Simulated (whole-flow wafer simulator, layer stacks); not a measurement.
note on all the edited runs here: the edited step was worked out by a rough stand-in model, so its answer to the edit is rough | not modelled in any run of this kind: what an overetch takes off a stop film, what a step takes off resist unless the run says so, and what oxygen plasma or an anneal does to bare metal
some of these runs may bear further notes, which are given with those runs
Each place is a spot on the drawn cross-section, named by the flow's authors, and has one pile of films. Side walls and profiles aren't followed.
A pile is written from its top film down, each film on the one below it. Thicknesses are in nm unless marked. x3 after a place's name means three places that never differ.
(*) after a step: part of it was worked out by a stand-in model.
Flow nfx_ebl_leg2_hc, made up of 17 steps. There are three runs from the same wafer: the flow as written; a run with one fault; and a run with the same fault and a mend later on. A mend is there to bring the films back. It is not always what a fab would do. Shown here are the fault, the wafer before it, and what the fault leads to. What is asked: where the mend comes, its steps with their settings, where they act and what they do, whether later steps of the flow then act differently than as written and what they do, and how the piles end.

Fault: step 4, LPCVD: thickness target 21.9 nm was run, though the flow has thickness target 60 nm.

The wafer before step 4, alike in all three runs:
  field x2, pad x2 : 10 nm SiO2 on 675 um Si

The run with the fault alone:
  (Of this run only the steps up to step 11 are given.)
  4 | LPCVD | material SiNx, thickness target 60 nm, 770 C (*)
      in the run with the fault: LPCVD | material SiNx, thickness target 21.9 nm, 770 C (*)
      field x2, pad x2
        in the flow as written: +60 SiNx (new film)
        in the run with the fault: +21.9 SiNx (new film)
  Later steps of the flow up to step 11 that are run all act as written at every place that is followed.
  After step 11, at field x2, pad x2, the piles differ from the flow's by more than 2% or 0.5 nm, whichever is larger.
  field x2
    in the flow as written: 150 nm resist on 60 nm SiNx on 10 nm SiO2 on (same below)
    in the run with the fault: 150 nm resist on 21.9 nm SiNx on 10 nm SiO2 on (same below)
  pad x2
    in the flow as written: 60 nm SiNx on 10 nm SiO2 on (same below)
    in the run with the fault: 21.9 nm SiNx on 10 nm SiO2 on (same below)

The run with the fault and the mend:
  The mend stands after step 11.
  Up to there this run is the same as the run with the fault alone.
  11a | STRIP | resist, chemistry O2, 25 C (*)
      field x2
        -150 resist (all of it)
  11b | CLEAN | chemistry SC1/SC2 (*) (the flow's step 2, run once more)
      leaves every film unchanged at each place that is followed
  11c | LPCVD | material SiNx, thickness target 38.1 nm, 770 C (*) (the flow's step 4, run once more with other settings)
      field x2, pad x2
        +38.1 SiNx
  11d | DEHYDRATE | 180 C, 120 s (the flow's step 6, run once more)
      leaves every film unchanged at each place that is followed
  11e | COAT | resist, thickness 150 nm (the flow's step 7, run once more)
      field x2, pad x2
        +150 resist (new film)
  11f | SOFTBAKE | resist, 150 C, 60 s (the flow's step 8, run once more)
      leaves every film unchanged at each place that is followed
  11g | EXPOSE | PMMA, thickness 150 nm, photomask GRATING (*) (the flow's step 9, run once more)
      leaves every film unchanged at each place that is followed
  11h | DEVELOP | resist, thickness 150 nm, developer developer-C-546, 60 s (*) (the flow's step 10, run once more)
      pad x2
        -150 resist (all of it)
  Later steps of the flow that are run all act as written at every place that is followed.
  At every place that both follow, the piles at the end match the flow's.
